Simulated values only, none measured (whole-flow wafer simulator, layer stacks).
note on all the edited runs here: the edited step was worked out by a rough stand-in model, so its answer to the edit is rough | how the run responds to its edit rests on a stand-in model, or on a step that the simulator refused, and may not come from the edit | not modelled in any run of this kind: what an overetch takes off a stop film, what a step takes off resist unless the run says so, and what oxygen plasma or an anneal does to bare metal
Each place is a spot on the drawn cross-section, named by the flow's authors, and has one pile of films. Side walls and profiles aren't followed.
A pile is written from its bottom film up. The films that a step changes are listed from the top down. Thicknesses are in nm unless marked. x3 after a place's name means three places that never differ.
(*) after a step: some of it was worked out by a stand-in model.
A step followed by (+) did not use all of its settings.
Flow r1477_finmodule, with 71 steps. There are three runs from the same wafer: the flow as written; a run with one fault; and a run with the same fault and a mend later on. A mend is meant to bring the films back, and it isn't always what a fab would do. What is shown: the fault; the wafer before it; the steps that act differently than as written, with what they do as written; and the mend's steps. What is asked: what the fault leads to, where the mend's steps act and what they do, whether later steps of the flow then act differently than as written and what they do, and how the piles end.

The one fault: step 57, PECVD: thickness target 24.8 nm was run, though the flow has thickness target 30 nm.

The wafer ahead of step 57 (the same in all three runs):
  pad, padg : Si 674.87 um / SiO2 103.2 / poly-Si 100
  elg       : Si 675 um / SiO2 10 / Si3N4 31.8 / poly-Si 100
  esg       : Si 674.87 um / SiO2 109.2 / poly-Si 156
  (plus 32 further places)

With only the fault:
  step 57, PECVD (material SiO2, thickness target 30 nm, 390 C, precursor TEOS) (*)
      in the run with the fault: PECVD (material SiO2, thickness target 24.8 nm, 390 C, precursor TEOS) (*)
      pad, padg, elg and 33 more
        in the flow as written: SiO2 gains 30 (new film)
        in the run with the fault: SiO2 gains 24.8 (new film)
  Later steps of the flow acting differently than as written (1 more step, not shown, differs only slightly: by at most 2% or 0.5 nm, whichever is larger):
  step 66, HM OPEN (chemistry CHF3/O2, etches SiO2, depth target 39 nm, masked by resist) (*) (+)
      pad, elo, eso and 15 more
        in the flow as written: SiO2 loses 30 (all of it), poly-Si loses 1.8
        in the run with the fault: SiO2 loses 24.8 (all of it), poly-Si loses 2.48
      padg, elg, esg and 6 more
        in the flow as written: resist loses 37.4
        in the run with the fault: resist loses 35.7
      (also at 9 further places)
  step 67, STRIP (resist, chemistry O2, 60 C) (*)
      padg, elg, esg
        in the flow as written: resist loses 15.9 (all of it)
        in the run with the fault: resist loses 17.6 (all of it)
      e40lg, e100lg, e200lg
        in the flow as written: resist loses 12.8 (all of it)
        in the run with the fault: resist loses 14.5 (all of it)
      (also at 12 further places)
  At padg, elg, esg and 15 more, the piles at the end differ from the flow's by more than 2% or 0.5 nm, whichever is larger.
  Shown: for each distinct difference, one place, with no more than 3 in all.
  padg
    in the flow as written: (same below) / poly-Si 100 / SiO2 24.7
    in the run with the fault: (same below) / poly-Si 100 / SiO2 19.5
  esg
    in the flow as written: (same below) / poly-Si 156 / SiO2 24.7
    in the run with the fault: (same below) / poly-Si 156 / SiO2 19.5
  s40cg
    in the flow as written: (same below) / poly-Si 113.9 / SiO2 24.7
    in the run with the fault: (same below) / poly-Si 113.9 / SiO2 19.5

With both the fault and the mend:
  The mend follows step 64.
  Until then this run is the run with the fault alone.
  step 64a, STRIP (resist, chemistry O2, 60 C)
      padg, elg, esg
        resist loses 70 (all of it)
      e40lg, e100lg, e200lg
        resist loses 66.9 (all of it)
      s40sg, s45sg
        resist loses 91 (all of it)
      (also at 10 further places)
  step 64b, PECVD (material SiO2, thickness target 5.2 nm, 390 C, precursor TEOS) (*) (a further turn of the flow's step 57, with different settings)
      pad, padg, elg and 33 more
        SiO2 gains 5.2
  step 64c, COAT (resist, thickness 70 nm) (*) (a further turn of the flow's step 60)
      e40lg, e100lg, e200lg, elo, e40lo, e100lo, e200lo
        resist gains 66.9 (new film)
      pad, padg, elg, esg
        resist gains 70 (new film)
      s40sg, s45sg, s40so, s45so
        resist gains 91 (new film)
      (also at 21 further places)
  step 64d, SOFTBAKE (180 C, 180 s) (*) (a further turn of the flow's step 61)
      does not change any film at any place that is followed
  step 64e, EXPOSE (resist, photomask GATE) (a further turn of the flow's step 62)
      does not change any film at any place that is followed
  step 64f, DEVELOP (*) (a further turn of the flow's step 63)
      elo, e40lo, e100lo, e200lo
        resist loses 66.9 (all of it)
      eso, e40so
        resist loses 129.5 (all of it)
      s40so, s45so
        resist loses 91 (all of it)
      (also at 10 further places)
  Every later step of the flow that is run acts as written at every place that is followed.
  By the end, the piles equal the flow's at every place that both follow.
